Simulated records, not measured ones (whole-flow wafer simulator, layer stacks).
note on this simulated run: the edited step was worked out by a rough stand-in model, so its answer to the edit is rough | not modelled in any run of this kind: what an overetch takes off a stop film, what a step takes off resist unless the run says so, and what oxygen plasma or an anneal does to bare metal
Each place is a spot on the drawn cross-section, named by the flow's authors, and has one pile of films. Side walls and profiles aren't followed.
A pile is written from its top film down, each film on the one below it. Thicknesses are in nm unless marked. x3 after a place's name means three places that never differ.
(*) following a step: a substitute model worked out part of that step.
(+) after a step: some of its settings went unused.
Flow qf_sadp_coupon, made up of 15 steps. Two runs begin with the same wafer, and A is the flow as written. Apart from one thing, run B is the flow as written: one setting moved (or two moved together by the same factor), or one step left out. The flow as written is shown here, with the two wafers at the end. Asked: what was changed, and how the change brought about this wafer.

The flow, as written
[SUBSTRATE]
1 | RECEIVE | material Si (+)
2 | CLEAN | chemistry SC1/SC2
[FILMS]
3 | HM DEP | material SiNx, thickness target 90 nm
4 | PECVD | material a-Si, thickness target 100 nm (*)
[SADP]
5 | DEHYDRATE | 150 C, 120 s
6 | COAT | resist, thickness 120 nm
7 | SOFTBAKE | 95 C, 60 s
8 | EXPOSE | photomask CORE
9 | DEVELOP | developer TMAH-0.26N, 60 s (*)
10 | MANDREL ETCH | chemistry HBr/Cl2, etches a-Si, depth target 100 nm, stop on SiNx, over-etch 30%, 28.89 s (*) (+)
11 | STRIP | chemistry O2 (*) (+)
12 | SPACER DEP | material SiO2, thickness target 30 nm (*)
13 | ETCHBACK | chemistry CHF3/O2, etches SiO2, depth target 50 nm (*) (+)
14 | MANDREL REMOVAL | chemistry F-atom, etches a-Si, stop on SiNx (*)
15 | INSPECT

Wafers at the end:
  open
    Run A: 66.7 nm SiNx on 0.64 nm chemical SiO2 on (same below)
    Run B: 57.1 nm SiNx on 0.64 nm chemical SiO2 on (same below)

The reason: step 13, ETCHBACK: depth target 60 nm was run, whereas the flow has depth target 50 nm.

Step by step, how the change led to this:
  13 | ETCHBACK | chemistry CHF3/O2, etches SiO2, depth target 50 nm (*) (+)
      m: A SiO2 loses 30 (all of it), chemical SiO2 loses 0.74 (all of it), a-Si loses 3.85 | B SiO2 loses 30 (all of it), chemical SiO2 loses 0.74 (all of it), a-Si loses 5.85
      open: A SiO2 loses 30 (all of it), SiNx loses 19 | B SiO2 loses 30 (all of it), SiNx loses 28.6
  14 | MANDREL REMOVAL | chemistry F-atom, etches a-Si, stop on SiNx (*)
      m: A a-Si loses 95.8 (all of it) | B a-Si loses 93.8 (all of it)
